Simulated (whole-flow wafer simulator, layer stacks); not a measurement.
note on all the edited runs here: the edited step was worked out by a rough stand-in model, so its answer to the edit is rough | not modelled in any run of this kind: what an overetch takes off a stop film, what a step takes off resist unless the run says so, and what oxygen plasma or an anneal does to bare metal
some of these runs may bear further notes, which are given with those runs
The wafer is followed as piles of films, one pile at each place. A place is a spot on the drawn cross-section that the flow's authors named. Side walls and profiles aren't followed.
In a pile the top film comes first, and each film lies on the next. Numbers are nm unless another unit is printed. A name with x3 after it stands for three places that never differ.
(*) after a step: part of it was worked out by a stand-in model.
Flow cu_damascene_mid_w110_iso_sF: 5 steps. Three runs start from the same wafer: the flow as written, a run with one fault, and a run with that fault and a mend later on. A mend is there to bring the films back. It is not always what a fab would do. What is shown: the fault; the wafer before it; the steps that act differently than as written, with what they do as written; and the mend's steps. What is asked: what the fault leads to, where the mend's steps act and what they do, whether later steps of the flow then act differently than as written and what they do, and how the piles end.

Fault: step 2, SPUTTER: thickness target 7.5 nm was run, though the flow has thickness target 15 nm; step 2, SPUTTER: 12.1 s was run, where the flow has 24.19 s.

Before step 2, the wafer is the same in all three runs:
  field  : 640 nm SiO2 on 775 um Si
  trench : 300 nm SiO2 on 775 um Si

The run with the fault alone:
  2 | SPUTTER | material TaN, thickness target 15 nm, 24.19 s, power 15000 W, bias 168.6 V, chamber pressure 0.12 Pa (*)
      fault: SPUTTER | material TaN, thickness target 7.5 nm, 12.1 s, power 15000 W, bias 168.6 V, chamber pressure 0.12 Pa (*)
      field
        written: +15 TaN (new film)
        fault: +7.5 TaN (new film)
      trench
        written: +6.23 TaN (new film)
        fault: +3.12 TaN (new film)
  Steps later in the flow that act otherwise than as written (2 more steps, not shown, differ only slightly: by at most 2% or 0.5 nm, whichever is larger):
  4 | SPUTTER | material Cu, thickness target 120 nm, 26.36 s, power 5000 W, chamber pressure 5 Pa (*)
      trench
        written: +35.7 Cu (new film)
        fault: +36.6 Cu (new film)
  By the end, the piles at field, trench depart from the flow's by more than 2% or 0.5 nm, whichever is larger.
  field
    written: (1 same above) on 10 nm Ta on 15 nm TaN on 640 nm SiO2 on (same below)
    fault: (1 same above) on 10 nm Ta on 7.5 nm TaN on 640 nm SiO2 on (same below)
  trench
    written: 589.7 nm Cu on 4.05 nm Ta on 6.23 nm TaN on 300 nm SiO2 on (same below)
    fault: 585.2 nm Cu on 4.14 nm Ta on 3.12 nm TaN on 300 nm SiO2 on (same below)

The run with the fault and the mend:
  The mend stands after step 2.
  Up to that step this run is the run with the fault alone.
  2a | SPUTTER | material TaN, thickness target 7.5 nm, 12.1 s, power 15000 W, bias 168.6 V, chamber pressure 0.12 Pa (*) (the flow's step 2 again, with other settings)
      field
        +7.5 TaN
      trench
        +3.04 TaN
  None of the later steps of the flow differs from how it acts as written, at any place that is followed, by more than 2% or 0.5 nm, whichever is larger.
  At the end the piles are close to the flow's at the places that both follow, differing by at most 2% or 0.5 nm, whichever is larger.
